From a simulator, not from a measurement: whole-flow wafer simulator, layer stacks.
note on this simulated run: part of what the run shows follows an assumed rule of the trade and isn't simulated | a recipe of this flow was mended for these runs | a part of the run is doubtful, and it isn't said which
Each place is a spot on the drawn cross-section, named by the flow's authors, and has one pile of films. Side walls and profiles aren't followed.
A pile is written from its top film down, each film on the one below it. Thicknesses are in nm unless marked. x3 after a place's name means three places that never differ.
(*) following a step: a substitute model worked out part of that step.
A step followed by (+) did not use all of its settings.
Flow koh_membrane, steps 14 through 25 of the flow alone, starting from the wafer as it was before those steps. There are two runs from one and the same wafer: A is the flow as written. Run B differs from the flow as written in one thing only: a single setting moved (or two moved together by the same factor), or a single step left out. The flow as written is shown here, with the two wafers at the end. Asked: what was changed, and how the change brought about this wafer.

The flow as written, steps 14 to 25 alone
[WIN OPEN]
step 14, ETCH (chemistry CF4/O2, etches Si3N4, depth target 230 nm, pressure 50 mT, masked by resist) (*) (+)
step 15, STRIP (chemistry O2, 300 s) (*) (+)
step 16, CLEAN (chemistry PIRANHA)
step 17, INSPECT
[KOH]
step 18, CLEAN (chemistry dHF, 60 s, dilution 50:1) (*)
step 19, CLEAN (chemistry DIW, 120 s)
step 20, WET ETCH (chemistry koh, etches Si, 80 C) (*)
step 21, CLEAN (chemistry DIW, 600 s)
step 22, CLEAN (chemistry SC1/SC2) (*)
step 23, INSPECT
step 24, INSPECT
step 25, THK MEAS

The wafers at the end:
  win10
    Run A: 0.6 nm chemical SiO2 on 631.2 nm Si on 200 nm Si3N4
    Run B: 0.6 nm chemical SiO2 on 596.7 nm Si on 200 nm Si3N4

What caused this: step 14, ETCH: depth target 264.5 nm was run, though the flow has depth target 230 nm.

The path from the change to this, step by step:
  step 14, ETCH (chemistry CF4/O2, etches Si3N4, depth target 230 nm, pressure 50 mT, masked by resist) (*) (+)
      win20 x4, win10: A -200 Si3N4 (all of it), -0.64 chemical SiO2 (all of it), -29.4 Si | B -200 Si3N4 (all of it), -0.64 chemical SiO2 (all of it), -63.9 Si
      field: A -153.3 i-line-resist | B -176.3 i-line-resist
  step 15, STRIP (chemistry O2, 300 s) (*) (+)
      field: A -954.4 i-line-resist (all of it) | B -931.4 i-line-resist (all of it)
